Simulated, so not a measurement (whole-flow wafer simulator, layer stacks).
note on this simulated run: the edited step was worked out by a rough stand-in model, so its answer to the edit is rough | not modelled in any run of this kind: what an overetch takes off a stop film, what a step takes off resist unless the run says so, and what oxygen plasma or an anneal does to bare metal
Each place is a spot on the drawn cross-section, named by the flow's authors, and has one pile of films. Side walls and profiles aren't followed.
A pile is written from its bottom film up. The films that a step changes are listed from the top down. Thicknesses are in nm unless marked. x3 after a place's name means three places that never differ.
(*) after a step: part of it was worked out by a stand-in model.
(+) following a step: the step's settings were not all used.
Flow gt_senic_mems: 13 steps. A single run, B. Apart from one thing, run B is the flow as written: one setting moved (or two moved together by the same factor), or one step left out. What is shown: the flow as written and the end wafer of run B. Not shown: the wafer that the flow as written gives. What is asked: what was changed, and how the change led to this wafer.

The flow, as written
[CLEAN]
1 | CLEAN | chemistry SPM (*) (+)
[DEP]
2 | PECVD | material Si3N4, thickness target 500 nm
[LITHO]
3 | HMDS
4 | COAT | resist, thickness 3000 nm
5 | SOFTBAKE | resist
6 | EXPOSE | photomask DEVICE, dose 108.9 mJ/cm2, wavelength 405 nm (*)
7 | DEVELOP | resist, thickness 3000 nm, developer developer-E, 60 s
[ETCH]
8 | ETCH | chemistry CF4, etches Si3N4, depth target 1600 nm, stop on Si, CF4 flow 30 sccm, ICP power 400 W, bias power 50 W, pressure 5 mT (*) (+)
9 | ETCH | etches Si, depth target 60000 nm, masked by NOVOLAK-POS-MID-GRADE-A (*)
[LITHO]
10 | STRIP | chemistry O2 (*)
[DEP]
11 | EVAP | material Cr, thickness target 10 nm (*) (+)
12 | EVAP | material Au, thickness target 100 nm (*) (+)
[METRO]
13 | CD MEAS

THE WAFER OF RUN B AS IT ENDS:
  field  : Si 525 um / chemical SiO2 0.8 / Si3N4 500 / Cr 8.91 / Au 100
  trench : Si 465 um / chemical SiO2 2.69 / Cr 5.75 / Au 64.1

The reason: step 11, EVAP: thickness target 8.91 nm was run, whereas the flow has thickness target 10 nm.
The wafer itself shows it: field has Cr 8.91, and step 11 as written asks for 10 nm.

The path from the change to this, step by step:
  11 | EVAP | material Cr, thickness target 10 nm (*) (+)
      field: +8.91 Cr (new film) (in the flow as written it would be: +10 Cr (new film))
      trench: +5.75 Cr (new film) (in the flow as written it would be: +6.45 Cr (new film))
